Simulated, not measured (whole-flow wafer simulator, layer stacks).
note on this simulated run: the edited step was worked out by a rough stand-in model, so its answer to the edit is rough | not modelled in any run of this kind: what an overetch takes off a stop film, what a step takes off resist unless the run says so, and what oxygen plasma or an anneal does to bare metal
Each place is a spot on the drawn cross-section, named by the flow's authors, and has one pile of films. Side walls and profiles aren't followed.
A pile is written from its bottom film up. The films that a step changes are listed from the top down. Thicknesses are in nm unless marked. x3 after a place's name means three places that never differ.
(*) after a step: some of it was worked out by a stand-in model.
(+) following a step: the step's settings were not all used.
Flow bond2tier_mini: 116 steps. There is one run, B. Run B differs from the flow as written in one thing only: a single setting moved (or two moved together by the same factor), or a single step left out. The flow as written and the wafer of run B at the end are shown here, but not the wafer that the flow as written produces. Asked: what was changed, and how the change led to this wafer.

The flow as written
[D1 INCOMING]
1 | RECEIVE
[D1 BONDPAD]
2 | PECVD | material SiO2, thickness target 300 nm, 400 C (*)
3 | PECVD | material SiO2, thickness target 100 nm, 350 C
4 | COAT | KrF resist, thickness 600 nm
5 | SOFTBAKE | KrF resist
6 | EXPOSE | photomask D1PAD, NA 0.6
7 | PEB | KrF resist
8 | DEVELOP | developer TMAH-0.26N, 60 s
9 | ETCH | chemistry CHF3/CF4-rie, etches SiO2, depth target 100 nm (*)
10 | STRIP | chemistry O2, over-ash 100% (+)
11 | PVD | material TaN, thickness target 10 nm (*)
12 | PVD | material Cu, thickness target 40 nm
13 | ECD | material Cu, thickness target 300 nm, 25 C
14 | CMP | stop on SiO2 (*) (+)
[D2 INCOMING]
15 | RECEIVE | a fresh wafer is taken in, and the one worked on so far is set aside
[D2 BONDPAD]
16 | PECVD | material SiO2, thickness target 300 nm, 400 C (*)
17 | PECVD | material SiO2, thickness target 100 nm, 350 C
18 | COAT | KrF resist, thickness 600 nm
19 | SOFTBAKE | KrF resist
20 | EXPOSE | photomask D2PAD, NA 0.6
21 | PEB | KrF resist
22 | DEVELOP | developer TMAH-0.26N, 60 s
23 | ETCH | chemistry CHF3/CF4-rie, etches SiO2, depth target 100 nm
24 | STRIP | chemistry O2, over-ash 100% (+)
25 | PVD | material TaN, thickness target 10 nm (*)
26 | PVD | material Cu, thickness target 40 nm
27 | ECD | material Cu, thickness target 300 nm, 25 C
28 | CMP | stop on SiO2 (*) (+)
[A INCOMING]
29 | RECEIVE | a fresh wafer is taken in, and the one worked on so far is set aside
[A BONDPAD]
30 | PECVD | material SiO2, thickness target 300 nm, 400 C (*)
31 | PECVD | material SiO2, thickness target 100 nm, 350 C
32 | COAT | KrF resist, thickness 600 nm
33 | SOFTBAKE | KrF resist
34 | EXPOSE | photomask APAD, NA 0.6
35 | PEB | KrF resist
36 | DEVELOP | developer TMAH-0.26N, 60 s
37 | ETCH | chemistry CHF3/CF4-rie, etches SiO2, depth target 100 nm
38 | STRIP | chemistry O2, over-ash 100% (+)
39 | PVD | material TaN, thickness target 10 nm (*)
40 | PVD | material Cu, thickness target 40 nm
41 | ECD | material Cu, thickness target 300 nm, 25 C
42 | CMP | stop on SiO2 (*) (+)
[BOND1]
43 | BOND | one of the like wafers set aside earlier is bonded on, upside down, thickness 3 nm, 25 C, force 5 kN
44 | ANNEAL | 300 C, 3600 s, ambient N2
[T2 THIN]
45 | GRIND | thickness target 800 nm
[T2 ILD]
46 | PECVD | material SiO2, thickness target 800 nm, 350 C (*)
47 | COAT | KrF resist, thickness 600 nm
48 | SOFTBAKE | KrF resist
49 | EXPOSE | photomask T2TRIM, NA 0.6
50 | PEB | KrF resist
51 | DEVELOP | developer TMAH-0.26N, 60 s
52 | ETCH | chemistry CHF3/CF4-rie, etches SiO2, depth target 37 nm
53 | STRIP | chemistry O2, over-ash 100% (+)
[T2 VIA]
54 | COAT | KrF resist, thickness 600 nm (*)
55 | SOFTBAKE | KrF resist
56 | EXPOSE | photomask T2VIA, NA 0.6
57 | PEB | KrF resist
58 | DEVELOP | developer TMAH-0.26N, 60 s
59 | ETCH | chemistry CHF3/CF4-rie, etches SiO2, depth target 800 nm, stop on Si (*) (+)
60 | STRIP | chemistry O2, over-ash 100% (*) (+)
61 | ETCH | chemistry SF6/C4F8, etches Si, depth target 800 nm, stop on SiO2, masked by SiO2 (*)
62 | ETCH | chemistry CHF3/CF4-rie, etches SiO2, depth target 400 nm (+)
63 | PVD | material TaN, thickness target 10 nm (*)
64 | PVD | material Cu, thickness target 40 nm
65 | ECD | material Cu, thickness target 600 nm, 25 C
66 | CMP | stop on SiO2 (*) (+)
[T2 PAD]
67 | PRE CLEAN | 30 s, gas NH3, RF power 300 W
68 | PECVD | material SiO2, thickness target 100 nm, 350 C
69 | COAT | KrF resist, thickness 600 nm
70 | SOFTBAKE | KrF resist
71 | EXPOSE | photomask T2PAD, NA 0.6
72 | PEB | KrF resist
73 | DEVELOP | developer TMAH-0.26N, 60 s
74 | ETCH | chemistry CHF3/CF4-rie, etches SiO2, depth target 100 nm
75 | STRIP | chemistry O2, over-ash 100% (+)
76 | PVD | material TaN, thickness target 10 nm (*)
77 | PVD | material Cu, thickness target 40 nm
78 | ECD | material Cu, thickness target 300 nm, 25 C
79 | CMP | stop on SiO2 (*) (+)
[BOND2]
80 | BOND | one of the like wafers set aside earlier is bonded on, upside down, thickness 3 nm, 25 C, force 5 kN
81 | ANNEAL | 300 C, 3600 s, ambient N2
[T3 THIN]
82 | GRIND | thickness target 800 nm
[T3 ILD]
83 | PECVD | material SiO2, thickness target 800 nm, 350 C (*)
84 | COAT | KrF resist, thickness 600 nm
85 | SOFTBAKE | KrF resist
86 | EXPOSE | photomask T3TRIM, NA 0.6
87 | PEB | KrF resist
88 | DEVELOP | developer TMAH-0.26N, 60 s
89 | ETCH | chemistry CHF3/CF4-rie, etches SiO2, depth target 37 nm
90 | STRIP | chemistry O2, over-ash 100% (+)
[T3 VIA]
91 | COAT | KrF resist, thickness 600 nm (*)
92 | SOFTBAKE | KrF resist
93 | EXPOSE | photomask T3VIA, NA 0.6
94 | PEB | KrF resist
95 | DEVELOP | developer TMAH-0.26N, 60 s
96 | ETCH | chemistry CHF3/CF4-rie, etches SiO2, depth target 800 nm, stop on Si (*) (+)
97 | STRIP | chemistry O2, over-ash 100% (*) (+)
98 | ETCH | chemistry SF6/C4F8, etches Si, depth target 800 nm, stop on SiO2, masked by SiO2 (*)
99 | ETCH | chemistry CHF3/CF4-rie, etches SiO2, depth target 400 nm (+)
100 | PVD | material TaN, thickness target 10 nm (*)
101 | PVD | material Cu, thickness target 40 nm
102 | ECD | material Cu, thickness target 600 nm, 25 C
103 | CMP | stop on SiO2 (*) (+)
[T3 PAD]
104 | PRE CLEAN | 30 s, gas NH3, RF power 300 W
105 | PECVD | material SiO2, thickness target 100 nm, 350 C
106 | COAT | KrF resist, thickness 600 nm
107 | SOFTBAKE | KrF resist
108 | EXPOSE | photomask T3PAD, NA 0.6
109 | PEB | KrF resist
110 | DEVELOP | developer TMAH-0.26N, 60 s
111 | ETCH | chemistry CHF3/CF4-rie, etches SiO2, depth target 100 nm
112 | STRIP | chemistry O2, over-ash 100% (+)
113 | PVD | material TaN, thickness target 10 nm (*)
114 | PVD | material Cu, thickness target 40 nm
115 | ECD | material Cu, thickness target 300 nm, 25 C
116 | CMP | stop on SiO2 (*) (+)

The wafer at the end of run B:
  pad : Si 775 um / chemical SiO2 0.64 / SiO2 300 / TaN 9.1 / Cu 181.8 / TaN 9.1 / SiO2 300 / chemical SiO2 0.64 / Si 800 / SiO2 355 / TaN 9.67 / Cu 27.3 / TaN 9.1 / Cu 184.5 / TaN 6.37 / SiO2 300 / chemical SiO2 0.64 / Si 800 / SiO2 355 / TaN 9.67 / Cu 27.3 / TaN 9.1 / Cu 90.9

Cause: step 25, PVD: thickness target 7 nm was run, while the flow as written has thickness target 10 nm.

How this came from the change, step by step:
  25 | PVD | material TaN, thickness target 10 nm (*)
      field: TaN gains 7 (new film) (it would be, as written: TaN gains 10 (new film))
      pad: TaN gains 6.37 (new film) (it would be, as written: TaN gains 9.1 (new film))
      (also at 1 further place)
  28 | CMP | stop on SiO2 (*) (+)
      field: Cu loses 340 (all of it), TaN loses 7 (all of it) (it would be, as written: Cu loses 340 (all of it), TaN loses 10 (all of it))
  80 | BOND | one of the like wafers set aside earlier is bonded on, upside down, thickness 3 nm, 25 C, force 5 kN
      pad: Si gains 775 um (new film), chemical SiO2 gains 0.64 (new film), SiO2 gains 300 (new film), TaN gains 6.37 (new film), Cu gains 93.6 (it would be, as written: Si gains 775 um (new film), chemical SiO2 gains 0.64 (new film), SiO2 gains 300 (new film), TaN gains 9.1 (new film), Cu gains 90.9)
